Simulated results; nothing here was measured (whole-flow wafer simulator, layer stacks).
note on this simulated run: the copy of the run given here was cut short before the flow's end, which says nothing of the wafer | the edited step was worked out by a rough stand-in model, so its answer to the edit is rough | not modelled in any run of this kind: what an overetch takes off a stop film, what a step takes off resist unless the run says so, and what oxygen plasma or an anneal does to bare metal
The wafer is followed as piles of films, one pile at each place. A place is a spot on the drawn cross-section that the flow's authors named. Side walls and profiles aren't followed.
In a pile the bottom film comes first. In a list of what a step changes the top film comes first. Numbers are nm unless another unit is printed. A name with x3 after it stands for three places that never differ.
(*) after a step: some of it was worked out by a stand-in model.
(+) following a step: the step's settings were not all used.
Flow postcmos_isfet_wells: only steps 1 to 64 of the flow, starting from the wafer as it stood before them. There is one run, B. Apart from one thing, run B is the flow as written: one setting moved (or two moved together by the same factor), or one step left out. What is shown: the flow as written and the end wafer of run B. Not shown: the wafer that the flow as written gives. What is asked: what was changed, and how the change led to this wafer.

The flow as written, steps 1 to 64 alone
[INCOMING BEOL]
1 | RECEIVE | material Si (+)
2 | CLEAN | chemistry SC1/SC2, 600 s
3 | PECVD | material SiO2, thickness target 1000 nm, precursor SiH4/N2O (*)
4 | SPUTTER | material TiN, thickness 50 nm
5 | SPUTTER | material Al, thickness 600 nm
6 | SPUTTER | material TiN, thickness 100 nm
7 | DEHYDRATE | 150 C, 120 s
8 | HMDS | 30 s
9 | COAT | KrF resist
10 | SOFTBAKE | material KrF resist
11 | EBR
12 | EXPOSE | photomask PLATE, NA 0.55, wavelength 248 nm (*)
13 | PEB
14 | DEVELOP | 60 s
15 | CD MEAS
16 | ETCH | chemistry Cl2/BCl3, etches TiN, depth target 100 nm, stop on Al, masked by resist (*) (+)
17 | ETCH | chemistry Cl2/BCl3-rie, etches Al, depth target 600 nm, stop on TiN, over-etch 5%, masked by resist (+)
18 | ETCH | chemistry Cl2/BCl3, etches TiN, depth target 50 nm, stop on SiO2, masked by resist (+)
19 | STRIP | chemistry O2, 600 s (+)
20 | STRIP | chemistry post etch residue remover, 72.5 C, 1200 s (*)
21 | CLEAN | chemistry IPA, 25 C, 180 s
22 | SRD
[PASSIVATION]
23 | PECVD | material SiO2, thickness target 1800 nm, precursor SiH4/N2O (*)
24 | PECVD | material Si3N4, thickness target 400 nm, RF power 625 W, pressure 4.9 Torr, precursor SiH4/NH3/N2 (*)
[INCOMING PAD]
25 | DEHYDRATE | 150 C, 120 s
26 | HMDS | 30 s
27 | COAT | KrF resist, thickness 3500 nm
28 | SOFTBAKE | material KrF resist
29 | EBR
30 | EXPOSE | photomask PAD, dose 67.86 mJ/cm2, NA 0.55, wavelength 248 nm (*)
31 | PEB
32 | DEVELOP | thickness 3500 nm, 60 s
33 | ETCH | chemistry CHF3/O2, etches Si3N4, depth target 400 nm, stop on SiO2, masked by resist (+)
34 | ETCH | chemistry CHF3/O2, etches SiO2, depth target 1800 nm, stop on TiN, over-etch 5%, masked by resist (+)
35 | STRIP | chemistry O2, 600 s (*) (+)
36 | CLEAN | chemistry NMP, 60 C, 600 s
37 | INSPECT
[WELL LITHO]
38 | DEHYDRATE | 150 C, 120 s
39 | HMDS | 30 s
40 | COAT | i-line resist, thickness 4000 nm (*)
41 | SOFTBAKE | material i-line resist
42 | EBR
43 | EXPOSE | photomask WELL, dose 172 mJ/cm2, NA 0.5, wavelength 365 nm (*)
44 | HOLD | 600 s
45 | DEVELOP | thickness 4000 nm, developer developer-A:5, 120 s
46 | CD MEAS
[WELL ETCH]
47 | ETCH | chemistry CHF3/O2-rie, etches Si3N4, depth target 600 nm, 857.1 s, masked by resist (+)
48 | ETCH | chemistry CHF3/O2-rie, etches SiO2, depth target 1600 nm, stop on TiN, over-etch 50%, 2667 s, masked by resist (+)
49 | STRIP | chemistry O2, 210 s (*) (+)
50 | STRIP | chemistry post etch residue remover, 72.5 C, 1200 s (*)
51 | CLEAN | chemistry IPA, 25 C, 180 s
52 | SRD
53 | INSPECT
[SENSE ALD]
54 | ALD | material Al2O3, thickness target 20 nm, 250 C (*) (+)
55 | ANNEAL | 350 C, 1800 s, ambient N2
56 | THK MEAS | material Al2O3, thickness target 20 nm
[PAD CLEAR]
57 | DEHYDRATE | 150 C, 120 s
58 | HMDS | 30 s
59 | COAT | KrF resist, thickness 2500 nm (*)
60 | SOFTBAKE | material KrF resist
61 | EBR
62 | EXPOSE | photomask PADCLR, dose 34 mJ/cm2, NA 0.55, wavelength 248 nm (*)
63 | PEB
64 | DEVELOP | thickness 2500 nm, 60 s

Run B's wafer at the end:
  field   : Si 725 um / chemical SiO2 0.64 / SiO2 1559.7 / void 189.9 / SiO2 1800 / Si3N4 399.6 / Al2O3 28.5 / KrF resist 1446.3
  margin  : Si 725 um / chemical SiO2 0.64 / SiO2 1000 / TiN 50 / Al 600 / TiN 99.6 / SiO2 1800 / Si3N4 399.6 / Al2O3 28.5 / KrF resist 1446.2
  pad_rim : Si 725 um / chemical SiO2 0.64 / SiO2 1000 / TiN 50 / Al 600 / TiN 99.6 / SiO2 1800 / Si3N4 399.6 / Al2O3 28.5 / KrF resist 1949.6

What caused this: step 54, ALD: thickness target 28.5 nm was run, while the flow as written has thickness target 20 nm.
The wafer itself shows it: field has Al2O3 28.5, and step 54 as written asks for 20 nm.

Step by step, how the change led to this:
  54 | ALD | material Al2O3, thickness target 20 nm, 250 C (*) (+)
      field, margin, well900, well1300 x3, pad_rim, pad_clr, pad_open: +28.5 Al2O3 (new film) (as written it would have been: +20 Al2O3 (new film))
